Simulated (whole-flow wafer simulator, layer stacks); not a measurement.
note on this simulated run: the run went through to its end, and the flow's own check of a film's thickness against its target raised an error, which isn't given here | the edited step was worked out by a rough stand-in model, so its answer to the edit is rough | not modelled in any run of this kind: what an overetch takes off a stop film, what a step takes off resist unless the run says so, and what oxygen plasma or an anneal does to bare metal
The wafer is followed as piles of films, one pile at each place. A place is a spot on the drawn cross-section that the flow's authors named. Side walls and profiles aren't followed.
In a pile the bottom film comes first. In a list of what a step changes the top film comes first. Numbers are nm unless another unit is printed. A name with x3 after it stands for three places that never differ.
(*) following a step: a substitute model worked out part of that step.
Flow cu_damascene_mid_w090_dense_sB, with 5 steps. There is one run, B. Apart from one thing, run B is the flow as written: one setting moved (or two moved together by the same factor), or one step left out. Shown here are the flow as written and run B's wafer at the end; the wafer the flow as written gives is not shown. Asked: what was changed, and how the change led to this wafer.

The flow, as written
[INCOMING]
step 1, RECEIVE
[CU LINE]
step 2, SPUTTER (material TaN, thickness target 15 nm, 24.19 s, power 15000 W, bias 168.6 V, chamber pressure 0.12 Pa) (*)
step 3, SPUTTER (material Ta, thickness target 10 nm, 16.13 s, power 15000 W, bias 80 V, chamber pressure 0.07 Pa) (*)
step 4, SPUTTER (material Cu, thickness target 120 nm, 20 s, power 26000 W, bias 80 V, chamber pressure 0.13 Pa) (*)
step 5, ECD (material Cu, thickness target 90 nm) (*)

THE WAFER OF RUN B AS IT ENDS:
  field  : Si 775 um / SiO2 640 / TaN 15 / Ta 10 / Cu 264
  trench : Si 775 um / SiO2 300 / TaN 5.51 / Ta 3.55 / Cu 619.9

The reason: step 4, SPUTTER: thickness target 174 nm was run, whereas the flow has thickness target 120 nm; step 4, SPUTTER: 29 s was run, where the flow has 20 s.

Step by step, how the change led to this:
  step 4, SPUTTER (material Cu, thickness target 120 nm, 20 s, power 26000 W, bias 80 V, chamber pressure 0.13 Pa) (*)
      field: +174 Cu (new film) (in the flow as written it would be: +120 Cu (new film))
      trench: +64.3 Cu (new film) (in the flow as written it would be: +44.3 Cu (new film))
  step 5, ECD (material Cu, thickness target 90 nm) (*)
      trench: +555.6 Cu (in the flow as written it would be: +521.6 Cu)
